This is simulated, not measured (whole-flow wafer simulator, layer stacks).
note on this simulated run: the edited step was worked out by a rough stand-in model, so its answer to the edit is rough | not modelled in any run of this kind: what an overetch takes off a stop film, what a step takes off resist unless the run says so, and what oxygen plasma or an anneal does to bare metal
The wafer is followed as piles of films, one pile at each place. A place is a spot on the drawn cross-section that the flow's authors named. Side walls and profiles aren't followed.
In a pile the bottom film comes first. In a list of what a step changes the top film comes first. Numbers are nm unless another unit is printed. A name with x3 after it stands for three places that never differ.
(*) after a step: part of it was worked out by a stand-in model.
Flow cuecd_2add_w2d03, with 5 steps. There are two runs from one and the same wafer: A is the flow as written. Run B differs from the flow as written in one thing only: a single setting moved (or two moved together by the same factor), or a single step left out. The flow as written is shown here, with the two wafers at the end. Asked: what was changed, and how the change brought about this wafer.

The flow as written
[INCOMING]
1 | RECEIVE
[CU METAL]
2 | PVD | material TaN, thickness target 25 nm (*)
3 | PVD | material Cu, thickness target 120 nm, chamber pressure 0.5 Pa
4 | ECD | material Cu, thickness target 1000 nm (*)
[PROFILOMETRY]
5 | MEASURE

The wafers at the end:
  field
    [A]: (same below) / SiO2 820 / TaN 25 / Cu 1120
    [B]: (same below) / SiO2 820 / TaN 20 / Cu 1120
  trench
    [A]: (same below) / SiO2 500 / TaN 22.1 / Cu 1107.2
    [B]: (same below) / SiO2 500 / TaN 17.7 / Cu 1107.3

What caused this: step 2, PVD: thickness target 20 nm was run, though the flow has thickness target 25 nm.
The wafer itself shows it: field has TaN 20, and step 2 as written asks for 25 nm.

Step by step, how the change led to this:
  2 | PVD | material TaN, thickness target 25 nm (*)
      field: A TaN gains 25 (new film) | B TaN gains 20 (new film)
      trench: A TaN gains 22.1 (new film) | B TaN gains 17.7 (new film)
